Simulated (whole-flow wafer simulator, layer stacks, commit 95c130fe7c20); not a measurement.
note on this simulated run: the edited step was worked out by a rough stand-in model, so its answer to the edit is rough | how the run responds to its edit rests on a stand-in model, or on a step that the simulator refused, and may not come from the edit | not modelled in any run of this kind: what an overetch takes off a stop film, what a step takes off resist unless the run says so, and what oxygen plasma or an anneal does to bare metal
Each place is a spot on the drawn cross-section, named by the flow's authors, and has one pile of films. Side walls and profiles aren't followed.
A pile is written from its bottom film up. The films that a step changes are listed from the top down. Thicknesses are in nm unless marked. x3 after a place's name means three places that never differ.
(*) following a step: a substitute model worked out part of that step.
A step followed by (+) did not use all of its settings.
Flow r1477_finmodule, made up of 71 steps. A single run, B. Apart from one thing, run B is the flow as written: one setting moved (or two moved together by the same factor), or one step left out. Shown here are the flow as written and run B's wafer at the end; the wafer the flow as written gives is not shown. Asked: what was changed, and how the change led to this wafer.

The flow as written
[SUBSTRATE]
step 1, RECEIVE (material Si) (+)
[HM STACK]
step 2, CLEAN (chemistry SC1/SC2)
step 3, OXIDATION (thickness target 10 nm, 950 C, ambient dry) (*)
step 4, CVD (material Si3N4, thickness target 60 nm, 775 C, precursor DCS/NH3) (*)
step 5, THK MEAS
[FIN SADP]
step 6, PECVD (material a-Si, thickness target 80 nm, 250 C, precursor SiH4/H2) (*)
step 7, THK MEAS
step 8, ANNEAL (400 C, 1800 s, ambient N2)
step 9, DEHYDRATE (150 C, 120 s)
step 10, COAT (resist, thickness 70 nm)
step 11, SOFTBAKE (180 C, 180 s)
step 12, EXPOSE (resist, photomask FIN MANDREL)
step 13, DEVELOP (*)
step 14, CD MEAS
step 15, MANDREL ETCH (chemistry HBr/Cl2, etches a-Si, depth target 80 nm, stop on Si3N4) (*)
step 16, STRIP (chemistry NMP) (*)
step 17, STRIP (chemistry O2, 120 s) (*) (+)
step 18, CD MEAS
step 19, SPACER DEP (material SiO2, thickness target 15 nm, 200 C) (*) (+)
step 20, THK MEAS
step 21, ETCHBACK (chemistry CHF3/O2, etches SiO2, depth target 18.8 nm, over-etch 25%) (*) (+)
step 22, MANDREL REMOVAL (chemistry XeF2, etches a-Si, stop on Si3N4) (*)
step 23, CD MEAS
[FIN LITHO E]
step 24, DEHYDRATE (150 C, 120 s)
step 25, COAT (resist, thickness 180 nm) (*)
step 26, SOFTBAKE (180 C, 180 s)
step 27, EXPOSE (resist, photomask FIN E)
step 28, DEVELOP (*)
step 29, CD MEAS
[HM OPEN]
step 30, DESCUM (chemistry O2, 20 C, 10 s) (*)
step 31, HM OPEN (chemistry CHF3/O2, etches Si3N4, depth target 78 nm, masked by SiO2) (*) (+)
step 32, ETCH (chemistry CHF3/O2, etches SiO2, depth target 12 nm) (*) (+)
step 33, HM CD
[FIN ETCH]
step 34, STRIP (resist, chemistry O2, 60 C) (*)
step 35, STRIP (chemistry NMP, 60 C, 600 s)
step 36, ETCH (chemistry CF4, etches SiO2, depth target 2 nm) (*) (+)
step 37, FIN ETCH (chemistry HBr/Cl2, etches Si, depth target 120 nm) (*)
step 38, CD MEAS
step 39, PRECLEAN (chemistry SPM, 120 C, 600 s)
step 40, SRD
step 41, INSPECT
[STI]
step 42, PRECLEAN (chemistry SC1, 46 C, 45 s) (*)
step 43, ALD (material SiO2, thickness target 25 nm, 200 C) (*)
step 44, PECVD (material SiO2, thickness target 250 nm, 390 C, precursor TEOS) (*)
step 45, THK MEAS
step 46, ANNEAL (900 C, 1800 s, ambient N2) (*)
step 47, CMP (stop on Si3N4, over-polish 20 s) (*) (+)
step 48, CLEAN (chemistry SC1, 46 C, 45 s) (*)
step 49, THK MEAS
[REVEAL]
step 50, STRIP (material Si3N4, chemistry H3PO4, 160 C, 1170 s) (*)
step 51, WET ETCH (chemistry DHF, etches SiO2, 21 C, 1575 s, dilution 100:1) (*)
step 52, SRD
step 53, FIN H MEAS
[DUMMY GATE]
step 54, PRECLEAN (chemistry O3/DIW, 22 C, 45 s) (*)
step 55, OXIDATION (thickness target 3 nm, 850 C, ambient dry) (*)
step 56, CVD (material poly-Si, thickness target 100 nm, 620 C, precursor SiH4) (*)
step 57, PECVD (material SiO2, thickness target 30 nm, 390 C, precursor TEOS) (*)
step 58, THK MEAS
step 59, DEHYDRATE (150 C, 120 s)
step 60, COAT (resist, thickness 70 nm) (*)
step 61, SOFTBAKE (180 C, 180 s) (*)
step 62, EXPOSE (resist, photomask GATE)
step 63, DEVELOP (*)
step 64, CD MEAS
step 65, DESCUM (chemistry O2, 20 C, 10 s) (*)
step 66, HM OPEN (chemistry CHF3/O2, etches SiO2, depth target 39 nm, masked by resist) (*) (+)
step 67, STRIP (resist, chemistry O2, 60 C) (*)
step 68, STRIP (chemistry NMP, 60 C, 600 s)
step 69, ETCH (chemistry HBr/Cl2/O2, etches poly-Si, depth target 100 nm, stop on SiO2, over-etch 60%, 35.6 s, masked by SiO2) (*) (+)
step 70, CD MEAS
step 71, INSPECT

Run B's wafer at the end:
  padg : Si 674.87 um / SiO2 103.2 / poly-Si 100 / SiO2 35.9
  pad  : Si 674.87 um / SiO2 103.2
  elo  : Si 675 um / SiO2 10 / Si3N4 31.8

Cause: step 57, PECVD: thickness target 41.2 nm was run, while the flow as written has thickness target 30 nm.

How this came from the change, step by step:
  step 57, PECVD (material SiO2, thickness target 30 nm, 390 C, precursor TEOS) (*)
      pad, padg, elg and 33 more: SiO2 gains 41.2 (new film) (as written it would have been: SiO2 gains 30 (new film))
  step 66, HM OPEN (chemistry CHF3/O2, etches SiO2, depth target 39 nm, masked by resist) (*) (+)
      pad, elo, eso and 15 more: SiO2 loses 39 (as written it would have been: SiO2 loses 30 (all of it), poly-Si loses 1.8)
  step 67, STRIP (resist, chemistry O2, 60 C) (*)
      pad, elo, eso and 15 more: nothing (as written it would have been: chemical SiO2 gains 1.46 (new film), poly-Si loses 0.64)
  step 69, ETCH (chemistry HBr/Cl2/O2, etches poly-Si, depth target 100 nm, stop on SiO2, over-etch 60%, 35.6 s, masked by SiO2) (*) (+)
      pad, e40so, e100so, e200so, s40so, s45so, s50so: SiO2 loses 2.2 (all of it), poly-Si loses 100 (all of it) (as written it would have been: chemical SiO2 loses 1.46 (all of it), poly-Si loses 97.6 (all of it), SiO2 loses 0.42)
      elo, e40lo, e100lo, e200lo: SiO2 loses 2.2 (all of it), poly-Si loses 100 (all of it) (as written it would have been: chemical SiO2 loses 1.46 (all of it), poly-Si loses 97.6 (all of it), Si3N4 loses 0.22)
      (and at 7 other places as well)
